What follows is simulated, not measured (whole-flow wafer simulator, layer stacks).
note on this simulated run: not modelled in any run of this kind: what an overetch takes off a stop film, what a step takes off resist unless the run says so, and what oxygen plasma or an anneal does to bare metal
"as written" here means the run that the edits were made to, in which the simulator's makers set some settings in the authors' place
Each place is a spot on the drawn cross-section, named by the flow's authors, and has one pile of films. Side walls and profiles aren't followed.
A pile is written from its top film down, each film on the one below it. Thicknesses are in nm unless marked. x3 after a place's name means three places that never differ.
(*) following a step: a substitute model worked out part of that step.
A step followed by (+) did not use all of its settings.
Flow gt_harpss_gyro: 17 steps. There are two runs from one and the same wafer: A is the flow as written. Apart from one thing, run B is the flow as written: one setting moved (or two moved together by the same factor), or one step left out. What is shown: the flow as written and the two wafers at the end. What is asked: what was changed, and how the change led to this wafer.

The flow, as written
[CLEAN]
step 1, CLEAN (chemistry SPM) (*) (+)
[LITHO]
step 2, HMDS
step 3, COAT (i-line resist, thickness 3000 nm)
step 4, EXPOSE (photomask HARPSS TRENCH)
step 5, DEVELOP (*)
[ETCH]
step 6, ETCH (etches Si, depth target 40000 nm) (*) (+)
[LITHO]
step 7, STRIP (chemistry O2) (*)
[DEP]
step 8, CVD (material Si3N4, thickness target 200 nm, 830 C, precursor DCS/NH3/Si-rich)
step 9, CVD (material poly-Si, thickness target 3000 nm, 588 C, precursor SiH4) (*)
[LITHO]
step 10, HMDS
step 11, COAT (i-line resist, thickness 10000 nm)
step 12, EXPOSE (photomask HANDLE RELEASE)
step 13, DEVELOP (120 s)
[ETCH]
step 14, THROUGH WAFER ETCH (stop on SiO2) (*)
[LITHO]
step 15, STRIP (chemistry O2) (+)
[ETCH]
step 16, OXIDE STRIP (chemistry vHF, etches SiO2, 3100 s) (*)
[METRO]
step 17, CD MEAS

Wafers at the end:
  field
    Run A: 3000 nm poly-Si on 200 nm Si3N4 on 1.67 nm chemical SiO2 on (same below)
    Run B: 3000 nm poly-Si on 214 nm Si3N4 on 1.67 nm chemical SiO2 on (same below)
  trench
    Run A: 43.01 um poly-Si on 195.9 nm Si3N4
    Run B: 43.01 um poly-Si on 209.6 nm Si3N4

The reason: step 8, CVD: thickness target 214 nm was run, though the flow has thickness target 200 nm.
One can read it off the wafer: field has Si3N4 214, and step 8 as written asks for 200 nm.

How this came from the change, step by step:
  step 8, CVD (material Si3N4, thickness target 200 nm, 830 C, precursor DCS/NH3/Si-rich)
      field: A +200 Si3N4 (new film) | B +214 Si3N4 (new film)
      trench: A +195.9 Si3N4 (new film) | B +209.6 Si3N4 (new film)
